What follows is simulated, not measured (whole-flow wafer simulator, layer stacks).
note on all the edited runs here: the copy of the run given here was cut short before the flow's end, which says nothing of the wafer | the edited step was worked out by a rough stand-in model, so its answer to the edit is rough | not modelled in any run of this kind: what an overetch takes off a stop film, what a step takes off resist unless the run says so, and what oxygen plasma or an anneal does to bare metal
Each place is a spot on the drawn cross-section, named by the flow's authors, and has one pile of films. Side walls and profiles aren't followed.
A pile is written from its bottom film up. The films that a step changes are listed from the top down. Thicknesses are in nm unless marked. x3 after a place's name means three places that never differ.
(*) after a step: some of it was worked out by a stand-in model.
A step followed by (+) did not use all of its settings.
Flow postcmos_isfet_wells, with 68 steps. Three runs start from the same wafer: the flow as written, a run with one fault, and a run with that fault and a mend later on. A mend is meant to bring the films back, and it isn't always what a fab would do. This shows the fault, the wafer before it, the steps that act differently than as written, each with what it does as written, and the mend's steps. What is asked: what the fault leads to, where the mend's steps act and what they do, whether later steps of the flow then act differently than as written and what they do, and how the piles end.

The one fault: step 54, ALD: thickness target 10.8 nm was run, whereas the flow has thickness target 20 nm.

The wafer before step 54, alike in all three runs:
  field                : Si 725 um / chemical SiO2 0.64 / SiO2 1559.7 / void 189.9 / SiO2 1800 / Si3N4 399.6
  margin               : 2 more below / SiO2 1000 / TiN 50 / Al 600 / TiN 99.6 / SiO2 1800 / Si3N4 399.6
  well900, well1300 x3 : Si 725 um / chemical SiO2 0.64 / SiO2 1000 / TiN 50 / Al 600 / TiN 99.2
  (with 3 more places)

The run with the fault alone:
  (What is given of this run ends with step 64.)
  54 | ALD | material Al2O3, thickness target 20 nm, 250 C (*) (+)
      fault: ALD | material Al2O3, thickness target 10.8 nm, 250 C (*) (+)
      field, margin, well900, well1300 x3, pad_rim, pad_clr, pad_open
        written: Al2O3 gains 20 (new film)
        fault: Al2O3 gains 10.8 (new film)
  None of the later steps of the flow up to step 64 differs from how it acts as written, at any place that is followed, by more than 2% or 0.5 nm, whichever is larger.
  The piles after step 64 differ from the flow's at field, margin, pad_rim, pad_clr, pad_open by more than 2% or 0.5 nm, whichever is larger.
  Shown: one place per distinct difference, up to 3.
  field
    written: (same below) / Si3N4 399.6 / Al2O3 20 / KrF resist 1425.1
    fault: (same below) / Si3N4 399.6 / Al2O3 10.8 / KrF resist 1403.2
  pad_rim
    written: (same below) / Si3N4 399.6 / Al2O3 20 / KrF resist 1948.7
    fault: (same below) / Si3N4 399.6 / Al2O3 10.8 / KrF resist 1948.1
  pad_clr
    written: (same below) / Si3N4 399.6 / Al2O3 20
    fault: (same below) / Si3N4 399.6 / Al2O3 10.8

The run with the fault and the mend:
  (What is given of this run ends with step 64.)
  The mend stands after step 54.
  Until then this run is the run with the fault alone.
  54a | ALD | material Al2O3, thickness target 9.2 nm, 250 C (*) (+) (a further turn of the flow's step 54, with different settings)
      field, margin, well900, well1300 x3, pad_rim, pad_clr, pad_open
        Al2O3 gains 9.2
  None of the later steps of the flow up to step 64 acts differently than as written at any place that is followed.
  The piles after step 64 are the same as the flow's at every place that both follow.
